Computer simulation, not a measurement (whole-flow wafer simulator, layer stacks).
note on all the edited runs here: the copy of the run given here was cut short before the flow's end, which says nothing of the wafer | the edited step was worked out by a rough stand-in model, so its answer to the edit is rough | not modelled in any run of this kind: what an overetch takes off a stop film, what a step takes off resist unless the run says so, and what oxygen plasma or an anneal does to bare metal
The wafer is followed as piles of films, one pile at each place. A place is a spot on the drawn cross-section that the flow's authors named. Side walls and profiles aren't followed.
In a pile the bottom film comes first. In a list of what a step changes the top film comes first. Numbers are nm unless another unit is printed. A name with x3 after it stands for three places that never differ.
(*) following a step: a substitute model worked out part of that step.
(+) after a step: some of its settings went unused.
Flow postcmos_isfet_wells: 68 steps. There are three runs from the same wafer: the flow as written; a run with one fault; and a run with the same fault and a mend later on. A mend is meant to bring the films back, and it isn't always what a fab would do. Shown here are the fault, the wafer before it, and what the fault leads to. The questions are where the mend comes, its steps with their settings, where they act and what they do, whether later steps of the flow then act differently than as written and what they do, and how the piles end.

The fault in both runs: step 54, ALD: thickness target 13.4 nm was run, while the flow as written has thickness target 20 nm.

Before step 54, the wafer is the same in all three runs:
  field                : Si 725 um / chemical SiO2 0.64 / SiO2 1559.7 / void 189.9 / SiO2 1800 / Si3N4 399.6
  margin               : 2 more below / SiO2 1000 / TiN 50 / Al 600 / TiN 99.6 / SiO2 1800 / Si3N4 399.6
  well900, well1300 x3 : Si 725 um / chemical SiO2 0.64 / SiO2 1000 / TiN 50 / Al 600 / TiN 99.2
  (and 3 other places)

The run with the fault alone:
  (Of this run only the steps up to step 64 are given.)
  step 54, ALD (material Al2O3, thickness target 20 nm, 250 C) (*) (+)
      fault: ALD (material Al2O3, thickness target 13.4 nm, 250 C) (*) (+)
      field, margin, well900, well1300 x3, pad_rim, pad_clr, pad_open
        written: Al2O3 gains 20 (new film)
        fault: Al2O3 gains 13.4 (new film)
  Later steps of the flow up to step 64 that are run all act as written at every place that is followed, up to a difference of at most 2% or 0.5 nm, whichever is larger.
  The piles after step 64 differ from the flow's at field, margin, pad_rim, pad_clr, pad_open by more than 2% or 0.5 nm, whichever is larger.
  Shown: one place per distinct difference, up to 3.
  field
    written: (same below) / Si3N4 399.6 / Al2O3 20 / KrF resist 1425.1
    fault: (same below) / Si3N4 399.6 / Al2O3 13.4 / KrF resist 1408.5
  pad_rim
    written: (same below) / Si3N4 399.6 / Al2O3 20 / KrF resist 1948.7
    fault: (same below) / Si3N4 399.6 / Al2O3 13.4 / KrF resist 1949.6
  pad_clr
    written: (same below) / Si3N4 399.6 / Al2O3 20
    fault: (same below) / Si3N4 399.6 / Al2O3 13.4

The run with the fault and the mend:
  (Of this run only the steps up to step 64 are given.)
  After step 54 comes the mend.
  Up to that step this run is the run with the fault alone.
  step 54a, ALD (material Al2O3, thickness target 6.6 nm, 250 C) (*) (+) (the flow's step 54, run once more with other settings)
      field, margin, well900, well1300 x3, pad_rim, pad_clr, pad_open
        Al2O3 gains 6.6
  Later steps of the flow up to step 64 that are run all act as written at every place that is followed.
  The piles after step 64 are the same as the flow's at every place that both follow.
